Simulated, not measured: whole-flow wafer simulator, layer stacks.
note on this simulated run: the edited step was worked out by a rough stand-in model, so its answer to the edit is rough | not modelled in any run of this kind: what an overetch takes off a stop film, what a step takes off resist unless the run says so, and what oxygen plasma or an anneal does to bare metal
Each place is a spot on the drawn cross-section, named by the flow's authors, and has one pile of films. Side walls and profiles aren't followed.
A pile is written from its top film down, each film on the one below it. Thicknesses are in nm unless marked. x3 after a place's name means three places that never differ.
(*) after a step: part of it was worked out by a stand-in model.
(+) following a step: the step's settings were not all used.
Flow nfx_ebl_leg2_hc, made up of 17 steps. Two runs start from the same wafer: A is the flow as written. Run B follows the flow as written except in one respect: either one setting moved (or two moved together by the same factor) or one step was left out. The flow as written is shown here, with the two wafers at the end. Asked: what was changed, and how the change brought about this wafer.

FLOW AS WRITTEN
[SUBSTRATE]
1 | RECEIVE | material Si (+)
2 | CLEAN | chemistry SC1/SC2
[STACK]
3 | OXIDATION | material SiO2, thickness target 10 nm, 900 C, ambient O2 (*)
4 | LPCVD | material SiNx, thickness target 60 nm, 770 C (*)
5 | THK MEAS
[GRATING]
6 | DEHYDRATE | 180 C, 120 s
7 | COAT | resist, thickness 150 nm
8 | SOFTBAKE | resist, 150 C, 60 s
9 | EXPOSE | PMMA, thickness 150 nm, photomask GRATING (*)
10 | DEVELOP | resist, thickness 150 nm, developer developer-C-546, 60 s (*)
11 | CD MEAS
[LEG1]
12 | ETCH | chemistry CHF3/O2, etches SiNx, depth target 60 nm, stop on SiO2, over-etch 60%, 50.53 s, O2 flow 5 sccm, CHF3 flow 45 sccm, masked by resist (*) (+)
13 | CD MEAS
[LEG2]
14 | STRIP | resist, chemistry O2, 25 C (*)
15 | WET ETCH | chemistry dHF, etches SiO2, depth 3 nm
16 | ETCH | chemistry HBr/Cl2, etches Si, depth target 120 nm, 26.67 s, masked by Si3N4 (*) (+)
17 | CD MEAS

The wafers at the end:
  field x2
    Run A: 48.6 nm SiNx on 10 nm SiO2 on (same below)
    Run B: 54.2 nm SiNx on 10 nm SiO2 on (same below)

The reason: step 4, LPCVD: thickness target 65.6 nm was run, though the flow has thickness target 60 nm.

The path from the change to this, step by step:
  4 | LPCVD | material SiNx, thickness target 60 nm, 770 C (*)
      field x2, pad x2: A SiNx gains 60 (new film) | B SiNx gains 65.6 (new film)
  12 | ETCH | chemistry CHF3/O2, etches SiNx, depth target 60 nm, stop on SiO2, over-etch 60%, 50.53 s, O2 flow 5 sccm, CHF3 flow 45 sccm, masked by resist (*) (+)
      pad x2: A SiNx loses 60 (all of it), SiO2 loses 10 (all of it) | B SiNx loses 65.6 (all of it), SiO2 loses 10 (all of it)
